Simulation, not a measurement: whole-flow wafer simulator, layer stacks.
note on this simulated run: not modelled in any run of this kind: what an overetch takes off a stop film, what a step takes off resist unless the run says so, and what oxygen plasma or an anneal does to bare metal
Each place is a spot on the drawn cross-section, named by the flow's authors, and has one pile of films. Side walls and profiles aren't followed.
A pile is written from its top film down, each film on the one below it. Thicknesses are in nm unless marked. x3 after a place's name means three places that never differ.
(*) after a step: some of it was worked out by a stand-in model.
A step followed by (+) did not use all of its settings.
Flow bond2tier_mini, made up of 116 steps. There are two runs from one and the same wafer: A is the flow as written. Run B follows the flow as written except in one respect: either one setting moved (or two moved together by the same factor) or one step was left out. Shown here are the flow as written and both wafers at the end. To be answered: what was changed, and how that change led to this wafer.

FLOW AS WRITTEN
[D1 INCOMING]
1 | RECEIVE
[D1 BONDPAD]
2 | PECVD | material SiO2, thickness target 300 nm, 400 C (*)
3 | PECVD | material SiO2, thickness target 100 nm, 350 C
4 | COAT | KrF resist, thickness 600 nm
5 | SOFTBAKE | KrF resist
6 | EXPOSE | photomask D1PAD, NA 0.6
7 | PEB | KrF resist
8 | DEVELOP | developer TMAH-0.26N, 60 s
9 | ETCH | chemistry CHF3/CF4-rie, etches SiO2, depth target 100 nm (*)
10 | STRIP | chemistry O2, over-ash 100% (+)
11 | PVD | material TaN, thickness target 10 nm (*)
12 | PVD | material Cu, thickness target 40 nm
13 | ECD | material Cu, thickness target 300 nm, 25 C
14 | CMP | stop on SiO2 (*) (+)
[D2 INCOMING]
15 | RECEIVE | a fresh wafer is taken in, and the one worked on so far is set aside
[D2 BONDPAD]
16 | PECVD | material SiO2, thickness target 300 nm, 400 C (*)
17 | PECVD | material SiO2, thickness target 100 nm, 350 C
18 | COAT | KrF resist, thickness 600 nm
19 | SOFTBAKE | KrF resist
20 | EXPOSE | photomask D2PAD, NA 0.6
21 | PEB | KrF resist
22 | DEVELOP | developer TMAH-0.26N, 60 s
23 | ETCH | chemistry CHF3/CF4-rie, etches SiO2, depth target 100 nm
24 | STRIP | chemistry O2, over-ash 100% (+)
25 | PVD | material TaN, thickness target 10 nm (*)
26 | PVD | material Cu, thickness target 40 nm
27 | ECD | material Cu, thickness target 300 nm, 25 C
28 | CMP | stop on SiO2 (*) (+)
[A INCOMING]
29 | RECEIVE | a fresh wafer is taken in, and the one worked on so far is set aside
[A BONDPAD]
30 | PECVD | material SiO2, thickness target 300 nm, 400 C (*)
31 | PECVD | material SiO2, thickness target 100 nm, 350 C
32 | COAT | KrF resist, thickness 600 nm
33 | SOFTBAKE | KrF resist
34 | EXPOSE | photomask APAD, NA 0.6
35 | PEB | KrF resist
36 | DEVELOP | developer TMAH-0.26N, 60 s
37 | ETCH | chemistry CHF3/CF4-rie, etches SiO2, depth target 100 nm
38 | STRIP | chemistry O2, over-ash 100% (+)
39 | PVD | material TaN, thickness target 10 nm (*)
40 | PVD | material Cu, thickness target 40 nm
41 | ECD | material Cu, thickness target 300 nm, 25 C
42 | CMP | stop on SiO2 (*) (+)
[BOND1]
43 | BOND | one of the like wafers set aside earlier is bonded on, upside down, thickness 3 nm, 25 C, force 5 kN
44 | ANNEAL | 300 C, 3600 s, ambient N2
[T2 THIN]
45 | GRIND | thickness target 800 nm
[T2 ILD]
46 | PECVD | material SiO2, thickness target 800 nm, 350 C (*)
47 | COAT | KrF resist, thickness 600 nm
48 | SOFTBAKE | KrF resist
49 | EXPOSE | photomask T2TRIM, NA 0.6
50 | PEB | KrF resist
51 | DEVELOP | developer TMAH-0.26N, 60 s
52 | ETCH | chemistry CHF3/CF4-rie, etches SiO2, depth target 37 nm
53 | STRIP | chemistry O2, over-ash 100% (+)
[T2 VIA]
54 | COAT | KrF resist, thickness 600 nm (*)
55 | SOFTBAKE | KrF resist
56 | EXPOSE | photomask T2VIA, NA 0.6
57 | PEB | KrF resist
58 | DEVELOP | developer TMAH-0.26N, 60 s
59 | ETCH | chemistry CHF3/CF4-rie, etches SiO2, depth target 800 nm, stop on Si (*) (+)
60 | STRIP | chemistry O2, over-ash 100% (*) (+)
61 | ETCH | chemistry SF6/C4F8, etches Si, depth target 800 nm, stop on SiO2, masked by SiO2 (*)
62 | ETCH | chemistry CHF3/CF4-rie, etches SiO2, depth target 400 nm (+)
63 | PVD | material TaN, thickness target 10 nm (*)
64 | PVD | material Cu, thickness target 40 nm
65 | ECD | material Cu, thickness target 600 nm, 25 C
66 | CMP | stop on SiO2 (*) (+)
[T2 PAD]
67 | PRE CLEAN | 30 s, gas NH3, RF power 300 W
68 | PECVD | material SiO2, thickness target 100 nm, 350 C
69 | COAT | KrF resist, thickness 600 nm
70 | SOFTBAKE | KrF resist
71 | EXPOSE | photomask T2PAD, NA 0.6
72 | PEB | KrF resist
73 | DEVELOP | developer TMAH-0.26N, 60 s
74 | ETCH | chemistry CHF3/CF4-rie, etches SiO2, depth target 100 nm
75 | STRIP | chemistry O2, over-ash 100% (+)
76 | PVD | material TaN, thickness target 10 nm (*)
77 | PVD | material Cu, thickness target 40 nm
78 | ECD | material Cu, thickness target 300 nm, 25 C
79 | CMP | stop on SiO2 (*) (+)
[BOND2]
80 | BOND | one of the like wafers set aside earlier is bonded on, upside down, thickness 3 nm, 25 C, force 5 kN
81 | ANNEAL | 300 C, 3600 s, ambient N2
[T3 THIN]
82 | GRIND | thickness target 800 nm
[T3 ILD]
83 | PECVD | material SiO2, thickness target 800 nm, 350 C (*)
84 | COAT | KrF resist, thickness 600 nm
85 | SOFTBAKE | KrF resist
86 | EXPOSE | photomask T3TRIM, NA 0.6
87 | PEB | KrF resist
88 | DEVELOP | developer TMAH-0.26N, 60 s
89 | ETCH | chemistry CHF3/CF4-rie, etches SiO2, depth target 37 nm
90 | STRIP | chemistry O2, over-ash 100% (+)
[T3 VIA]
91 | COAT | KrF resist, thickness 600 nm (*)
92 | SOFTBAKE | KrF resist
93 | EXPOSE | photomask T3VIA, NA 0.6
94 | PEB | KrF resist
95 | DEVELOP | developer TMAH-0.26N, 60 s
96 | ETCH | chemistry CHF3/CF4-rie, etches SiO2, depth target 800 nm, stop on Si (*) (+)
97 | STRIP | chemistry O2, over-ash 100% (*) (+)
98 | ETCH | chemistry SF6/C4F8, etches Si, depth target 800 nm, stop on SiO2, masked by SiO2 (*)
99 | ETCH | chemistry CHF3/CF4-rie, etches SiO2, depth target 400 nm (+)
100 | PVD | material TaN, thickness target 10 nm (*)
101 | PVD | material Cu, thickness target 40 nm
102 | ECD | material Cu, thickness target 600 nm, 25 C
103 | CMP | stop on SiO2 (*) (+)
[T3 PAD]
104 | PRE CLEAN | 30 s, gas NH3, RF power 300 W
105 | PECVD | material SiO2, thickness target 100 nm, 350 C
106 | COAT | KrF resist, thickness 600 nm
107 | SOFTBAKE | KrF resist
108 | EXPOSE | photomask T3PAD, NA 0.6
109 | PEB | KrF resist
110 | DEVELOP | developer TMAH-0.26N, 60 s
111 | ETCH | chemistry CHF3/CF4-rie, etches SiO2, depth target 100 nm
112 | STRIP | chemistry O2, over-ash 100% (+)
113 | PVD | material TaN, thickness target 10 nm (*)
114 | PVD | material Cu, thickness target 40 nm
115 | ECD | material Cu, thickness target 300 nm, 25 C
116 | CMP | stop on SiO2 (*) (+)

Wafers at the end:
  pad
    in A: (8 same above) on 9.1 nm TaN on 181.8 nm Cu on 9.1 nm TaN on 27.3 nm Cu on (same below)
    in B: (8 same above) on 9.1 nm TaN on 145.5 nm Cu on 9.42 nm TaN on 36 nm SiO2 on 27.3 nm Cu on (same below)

The reason: step 74, ETCH: depth target 64 nm was run, whereas the flow has depth target 100 nm.

The path from the change to this, step by step:
  74 | ETCH | chemistry CHF3/CF4-rie, etches SiO2, depth target 100 nm
      pad: A -100 SiO2 (all of it) | B -64 SiO2
      field: A -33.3 KrF resist | B -21.3 KrF resist
  75 | STRIP | chemistry O2, over-ash 100% (+)
      field: A -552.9 KrF resist (all of it) | B -564.9 KrF resist (all of it)
  77 | PVD | material Cu, thickness target 40 nm
      pad: A +36.4 Cu (new film) | B +37.7 Cu (new film)
  78 | ECD | material Cu, thickness target 300 nm, 25 C
      pad: A +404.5 Cu | B +366.9 Cu
If metal films that touch count as one body, pad has 4 bodies (between them, from the top down: SiO2 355 / Si 800 / chemical SiO2 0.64 / SiO2 300; SiO2 36; SiO2 355 / Si 800 / chemical SiO2 0.64 / SiO2 300); the flow as written gives 3 bodies (between them, from the top down: SiO2 355 / Si 800 / chemical SiO2 0.64 / SiO2 300; SiO2 355 / Si 800 / chemical SiO2 0.64 / SiO2 300).
